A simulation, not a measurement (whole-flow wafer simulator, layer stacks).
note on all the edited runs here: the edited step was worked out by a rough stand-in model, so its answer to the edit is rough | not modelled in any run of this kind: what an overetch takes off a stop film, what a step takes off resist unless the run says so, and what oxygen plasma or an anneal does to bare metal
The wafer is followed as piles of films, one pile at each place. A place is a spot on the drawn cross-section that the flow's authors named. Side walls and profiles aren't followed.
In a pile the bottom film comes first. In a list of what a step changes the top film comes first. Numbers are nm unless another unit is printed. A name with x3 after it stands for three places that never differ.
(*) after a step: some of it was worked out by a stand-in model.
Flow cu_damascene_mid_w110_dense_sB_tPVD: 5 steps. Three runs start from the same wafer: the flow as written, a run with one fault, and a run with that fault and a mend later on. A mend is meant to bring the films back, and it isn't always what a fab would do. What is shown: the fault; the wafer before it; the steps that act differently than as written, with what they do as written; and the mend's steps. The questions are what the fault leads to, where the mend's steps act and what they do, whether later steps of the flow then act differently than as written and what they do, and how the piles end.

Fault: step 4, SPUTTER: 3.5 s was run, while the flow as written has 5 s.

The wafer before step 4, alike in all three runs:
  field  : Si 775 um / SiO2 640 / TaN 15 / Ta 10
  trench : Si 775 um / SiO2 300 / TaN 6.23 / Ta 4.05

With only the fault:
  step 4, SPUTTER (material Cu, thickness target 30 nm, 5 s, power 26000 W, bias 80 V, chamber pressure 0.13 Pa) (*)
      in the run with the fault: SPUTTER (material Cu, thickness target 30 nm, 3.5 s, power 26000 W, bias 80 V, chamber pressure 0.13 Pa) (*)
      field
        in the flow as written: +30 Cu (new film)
        in the run with the fault: +21 Cu (new film)
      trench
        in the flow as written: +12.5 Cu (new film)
        in the run with the fault: +8.74 Cu (new film)
  Every later step of the flow that is run acts as written, at every place that is followed, to within 2% or 0.5 nm, whichever is larger.
  By the end, the piles at field depart from the flow's by more than 2% or 0.5 nm, whichever is larger.
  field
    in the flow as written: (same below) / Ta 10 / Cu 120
    in the run with the fault: (same below) / Ta 10 / Cu 111

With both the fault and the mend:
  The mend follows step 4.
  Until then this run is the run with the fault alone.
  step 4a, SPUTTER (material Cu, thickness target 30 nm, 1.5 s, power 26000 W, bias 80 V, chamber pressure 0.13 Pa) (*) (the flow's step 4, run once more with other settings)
      field
        +9 Cu
      trench
        +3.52 Cu
  Every later step of the flow that is run acts as written, at every place that is followed, to within 2% or 0.5 nm, whichever is larger.
  By the end, the piles equal the flow's at every place that both follow.
